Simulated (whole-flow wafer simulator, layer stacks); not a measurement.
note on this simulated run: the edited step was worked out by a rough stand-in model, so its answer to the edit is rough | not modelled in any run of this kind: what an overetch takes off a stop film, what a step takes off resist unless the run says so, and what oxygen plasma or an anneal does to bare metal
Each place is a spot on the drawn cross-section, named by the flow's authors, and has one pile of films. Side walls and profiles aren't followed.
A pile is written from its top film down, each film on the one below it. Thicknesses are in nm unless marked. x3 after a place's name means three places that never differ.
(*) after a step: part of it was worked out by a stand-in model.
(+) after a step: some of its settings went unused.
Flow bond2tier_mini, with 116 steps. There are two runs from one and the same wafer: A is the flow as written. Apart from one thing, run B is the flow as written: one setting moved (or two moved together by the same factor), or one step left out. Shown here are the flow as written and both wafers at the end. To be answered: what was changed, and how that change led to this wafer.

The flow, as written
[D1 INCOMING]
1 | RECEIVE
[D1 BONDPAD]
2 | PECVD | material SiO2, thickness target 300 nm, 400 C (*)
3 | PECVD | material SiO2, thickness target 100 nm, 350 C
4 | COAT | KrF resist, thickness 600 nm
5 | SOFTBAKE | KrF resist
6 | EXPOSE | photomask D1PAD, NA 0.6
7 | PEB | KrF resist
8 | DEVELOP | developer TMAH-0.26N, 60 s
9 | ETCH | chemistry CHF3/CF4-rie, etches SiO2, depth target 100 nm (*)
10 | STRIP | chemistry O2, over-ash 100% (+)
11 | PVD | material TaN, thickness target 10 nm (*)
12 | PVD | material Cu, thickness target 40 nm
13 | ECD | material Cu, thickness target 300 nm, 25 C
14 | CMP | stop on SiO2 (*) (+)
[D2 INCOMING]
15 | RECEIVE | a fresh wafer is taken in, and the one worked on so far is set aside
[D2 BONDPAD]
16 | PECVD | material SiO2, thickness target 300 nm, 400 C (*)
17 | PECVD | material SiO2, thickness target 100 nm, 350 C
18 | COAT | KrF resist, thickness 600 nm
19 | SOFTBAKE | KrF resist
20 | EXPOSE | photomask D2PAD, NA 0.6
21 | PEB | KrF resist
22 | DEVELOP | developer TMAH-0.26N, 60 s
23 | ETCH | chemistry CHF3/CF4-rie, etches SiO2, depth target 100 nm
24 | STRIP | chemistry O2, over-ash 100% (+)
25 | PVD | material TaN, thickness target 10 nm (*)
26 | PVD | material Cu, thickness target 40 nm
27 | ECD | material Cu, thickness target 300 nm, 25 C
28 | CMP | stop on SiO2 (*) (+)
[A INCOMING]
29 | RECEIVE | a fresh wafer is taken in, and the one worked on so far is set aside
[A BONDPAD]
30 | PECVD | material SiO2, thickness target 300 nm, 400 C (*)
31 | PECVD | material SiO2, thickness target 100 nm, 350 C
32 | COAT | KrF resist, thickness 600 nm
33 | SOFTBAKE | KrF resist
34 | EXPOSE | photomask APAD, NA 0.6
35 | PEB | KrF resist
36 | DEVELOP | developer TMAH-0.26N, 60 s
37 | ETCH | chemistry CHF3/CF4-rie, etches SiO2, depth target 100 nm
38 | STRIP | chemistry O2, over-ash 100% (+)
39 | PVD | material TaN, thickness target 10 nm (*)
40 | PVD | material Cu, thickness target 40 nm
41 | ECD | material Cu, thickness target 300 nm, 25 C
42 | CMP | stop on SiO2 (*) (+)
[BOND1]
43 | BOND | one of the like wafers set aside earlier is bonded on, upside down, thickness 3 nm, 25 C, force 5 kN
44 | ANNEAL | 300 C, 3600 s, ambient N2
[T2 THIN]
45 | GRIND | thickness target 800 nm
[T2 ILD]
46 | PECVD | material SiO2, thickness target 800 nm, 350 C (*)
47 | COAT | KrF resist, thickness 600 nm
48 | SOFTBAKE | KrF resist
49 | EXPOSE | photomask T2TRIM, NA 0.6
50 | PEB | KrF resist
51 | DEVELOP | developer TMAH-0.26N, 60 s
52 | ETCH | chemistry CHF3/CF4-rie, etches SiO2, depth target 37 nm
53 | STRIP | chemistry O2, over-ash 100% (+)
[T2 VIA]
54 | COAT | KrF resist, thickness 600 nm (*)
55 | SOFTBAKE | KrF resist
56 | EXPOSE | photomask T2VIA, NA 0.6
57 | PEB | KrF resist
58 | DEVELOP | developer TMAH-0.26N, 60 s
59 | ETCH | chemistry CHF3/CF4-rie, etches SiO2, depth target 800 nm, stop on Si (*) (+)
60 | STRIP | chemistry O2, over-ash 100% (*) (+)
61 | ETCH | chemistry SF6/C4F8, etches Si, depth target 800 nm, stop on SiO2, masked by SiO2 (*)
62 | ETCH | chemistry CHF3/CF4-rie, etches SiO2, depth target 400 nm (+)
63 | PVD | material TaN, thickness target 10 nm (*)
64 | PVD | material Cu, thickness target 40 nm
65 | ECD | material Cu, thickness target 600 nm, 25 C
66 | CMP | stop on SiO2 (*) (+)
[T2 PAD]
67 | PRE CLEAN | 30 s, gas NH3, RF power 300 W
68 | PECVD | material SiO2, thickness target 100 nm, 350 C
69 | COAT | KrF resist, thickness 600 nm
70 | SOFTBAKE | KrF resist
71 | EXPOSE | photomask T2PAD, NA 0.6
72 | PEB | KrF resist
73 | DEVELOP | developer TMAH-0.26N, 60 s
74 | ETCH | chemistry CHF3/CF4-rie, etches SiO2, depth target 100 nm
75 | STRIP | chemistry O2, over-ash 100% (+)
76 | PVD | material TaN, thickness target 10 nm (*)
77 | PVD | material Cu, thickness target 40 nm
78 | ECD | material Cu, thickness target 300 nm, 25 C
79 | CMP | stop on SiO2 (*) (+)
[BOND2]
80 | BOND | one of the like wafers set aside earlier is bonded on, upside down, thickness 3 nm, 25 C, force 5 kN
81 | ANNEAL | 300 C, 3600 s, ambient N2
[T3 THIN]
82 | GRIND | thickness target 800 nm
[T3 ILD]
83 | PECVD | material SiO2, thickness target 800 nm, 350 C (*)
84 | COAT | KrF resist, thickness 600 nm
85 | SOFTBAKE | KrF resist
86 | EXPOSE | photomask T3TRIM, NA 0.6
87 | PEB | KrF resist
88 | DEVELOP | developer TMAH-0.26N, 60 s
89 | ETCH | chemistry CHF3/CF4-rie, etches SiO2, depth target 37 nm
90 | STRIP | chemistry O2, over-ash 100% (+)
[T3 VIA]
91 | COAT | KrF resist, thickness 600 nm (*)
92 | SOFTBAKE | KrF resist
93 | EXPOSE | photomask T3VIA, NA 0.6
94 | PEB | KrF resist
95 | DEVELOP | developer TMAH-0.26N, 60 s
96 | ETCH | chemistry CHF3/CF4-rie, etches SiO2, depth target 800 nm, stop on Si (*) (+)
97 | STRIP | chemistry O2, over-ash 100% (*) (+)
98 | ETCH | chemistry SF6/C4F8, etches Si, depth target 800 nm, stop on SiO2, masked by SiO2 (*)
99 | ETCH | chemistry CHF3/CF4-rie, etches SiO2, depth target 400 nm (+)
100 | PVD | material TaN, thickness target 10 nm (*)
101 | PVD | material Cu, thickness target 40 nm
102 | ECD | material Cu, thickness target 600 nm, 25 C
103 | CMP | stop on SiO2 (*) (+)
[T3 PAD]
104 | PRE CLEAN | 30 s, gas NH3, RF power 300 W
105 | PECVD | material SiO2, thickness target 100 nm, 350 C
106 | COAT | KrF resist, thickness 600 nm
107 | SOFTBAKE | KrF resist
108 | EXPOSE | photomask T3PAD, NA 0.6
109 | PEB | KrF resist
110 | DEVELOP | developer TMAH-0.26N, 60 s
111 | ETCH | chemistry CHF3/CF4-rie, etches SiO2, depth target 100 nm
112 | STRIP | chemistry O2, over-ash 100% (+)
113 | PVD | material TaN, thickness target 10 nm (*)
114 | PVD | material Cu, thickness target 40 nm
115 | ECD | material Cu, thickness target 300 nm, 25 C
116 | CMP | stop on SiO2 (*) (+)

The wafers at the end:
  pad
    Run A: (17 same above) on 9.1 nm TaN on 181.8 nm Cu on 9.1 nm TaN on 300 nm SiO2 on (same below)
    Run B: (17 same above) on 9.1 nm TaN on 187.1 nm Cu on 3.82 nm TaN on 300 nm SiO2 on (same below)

Cause: step 39, PVD: thickness target 4.2 nm was run, whereas the flow has thickness target 10 nm.

The path from the change to this, step by step:
  39 | PVD | material TaN, thickness target 10 nm (*)
      field: A +10 TaN (new film) | B +4.2 TaN (new film)
      pad: A +9.1 TaN (new film) | B +3.82 TaN (new film)
      (as well as at 1 more place)
  42 | CMP | stop on SiO2 (*) (+)
      field: A -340 Cu (all of it), -10 TaN (all of it) | B -340 Cu (all of it), -4.2 TaN (all of it)
